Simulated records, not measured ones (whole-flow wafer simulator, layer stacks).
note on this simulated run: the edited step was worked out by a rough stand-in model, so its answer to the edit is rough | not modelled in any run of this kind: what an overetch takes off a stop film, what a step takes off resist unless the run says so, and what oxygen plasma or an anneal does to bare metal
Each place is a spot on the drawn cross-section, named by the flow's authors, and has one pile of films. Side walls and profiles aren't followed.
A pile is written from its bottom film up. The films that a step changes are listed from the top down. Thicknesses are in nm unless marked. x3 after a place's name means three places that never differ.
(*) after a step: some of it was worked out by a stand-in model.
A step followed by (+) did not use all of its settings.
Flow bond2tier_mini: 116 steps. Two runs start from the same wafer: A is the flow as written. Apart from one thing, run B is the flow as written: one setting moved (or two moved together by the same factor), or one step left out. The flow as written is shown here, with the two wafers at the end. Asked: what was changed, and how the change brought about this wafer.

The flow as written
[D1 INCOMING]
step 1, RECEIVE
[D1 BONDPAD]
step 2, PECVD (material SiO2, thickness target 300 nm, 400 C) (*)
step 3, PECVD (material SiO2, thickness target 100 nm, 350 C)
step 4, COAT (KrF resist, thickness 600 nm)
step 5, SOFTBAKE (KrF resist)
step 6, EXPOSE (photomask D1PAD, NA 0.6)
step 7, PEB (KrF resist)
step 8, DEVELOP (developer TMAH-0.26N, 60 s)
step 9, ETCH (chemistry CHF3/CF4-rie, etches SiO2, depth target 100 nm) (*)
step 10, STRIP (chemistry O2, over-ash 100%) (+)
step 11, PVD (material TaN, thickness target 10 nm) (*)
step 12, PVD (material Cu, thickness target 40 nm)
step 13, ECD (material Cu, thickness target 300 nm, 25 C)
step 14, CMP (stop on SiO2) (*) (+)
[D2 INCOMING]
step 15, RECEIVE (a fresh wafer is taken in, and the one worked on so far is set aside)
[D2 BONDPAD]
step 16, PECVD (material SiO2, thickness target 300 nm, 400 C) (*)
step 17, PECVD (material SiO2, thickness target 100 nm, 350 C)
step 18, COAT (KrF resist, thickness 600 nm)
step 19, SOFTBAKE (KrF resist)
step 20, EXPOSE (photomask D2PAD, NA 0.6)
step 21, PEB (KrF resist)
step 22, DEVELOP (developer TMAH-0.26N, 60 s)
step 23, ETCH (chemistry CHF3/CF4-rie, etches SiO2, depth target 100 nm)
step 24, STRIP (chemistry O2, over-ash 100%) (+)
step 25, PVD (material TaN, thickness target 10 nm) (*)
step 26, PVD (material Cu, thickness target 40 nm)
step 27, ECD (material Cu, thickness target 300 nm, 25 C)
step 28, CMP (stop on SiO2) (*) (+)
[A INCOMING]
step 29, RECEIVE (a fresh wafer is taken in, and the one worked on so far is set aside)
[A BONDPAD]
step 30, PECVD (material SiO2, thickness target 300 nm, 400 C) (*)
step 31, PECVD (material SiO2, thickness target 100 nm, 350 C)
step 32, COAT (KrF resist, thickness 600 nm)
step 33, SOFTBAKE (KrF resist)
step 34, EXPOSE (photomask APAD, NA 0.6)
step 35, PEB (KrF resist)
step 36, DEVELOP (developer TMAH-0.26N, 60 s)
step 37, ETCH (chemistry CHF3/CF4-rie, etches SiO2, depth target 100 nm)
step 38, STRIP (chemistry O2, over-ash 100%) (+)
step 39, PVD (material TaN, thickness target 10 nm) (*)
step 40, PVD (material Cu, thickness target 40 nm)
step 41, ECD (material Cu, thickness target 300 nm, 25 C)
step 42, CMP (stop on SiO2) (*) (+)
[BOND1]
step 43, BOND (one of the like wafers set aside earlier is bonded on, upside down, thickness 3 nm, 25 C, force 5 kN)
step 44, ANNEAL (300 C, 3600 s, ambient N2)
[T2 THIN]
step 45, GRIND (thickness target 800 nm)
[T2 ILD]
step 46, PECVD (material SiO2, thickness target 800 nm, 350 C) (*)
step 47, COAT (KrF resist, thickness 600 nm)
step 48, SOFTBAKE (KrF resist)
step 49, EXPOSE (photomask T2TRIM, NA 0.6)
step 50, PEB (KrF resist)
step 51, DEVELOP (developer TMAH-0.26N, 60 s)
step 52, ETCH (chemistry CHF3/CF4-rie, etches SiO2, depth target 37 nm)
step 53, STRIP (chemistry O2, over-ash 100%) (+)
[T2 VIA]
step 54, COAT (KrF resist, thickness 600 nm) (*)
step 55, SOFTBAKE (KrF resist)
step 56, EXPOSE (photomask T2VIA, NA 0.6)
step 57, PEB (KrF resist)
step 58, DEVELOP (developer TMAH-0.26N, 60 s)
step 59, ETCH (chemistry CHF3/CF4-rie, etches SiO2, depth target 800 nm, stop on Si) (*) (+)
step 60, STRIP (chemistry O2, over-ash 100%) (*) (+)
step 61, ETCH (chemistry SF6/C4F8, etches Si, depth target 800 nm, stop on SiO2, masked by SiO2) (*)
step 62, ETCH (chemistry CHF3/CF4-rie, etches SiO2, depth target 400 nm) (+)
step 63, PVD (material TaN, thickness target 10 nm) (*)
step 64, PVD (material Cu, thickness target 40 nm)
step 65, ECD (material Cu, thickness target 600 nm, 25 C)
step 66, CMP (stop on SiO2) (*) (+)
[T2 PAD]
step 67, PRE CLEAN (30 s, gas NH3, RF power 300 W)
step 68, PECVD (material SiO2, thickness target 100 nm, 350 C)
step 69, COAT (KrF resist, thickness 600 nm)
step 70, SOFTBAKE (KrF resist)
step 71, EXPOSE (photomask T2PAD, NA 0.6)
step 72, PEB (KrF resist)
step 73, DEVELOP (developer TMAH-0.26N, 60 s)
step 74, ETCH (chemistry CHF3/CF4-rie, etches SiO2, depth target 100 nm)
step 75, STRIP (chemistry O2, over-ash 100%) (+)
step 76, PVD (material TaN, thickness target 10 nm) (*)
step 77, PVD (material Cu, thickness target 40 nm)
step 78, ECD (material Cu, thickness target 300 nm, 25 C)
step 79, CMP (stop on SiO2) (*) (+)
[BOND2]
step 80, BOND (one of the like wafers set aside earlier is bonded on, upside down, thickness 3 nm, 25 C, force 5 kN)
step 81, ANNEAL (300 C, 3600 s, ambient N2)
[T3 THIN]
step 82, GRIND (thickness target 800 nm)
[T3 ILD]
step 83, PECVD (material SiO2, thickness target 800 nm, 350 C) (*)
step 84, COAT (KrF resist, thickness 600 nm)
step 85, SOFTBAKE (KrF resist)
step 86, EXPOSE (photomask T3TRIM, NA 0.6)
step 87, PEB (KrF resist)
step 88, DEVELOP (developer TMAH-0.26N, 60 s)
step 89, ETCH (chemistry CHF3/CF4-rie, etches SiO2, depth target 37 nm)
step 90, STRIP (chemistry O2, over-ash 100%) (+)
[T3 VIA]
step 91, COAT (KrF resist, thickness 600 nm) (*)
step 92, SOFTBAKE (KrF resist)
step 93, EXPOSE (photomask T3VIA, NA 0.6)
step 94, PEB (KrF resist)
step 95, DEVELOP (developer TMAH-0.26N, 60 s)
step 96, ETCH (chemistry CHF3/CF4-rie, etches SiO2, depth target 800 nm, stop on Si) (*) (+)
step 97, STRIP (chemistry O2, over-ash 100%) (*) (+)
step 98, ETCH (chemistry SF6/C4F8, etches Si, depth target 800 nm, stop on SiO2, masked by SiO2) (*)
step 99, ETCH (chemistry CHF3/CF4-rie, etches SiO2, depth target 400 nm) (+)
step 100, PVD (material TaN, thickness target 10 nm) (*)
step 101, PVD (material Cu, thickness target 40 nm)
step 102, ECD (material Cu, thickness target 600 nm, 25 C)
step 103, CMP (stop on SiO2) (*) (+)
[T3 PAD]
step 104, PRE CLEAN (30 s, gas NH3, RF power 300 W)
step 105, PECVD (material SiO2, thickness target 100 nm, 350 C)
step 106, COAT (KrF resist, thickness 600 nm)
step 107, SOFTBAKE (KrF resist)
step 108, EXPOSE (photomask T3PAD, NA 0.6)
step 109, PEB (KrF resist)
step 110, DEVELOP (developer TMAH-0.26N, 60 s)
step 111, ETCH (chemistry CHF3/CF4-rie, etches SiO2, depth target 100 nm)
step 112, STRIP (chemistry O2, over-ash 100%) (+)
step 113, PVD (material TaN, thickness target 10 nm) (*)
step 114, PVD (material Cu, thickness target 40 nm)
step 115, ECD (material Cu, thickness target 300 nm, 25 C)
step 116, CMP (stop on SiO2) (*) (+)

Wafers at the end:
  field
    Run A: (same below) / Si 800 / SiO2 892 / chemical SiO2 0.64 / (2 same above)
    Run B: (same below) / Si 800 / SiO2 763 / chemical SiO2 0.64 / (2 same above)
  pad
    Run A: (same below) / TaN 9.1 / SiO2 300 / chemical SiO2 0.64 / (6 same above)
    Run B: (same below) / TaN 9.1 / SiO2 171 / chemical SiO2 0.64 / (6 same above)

The reason: step 16, PECVD: thickness target 171 nm was run, while the flow as written has thickness target 300 nm.
The wafer lets one read it off: pad has SiO2 171, and step 16 as written asks for 300 nm.

The path from the change to this, step by step:
  step 16, PECVD (material SiO2, thickness target 300 nm, 400 C) (*)
      field, pad, via: A +300 SiO2 (new film) | B +171 SiO2 (new film)
  step 80, BOND (one of the like wafers set aside earlier is bonded on, upside down, thickness 3 nm, 25 C, force 5 kN)
      field: A +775 um Si (new film), +0.64 chemical SiO2 (new film), +400 SiO2 | B +775 um Si (new film), +0.64 chemical SiO2 (new film), +271 SiO2
      pad: A +775 um Si (new film), +0.64 chemical SiO2 (new film), +300 SiO2 (new film), +9.1 TaN (new film), +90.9 Cu | B +775 um Si (new film), +0.64 chemical SiO2 (new film), +171 SiO2 (new film), +9.1 TaN (new film), +90.9 Cu
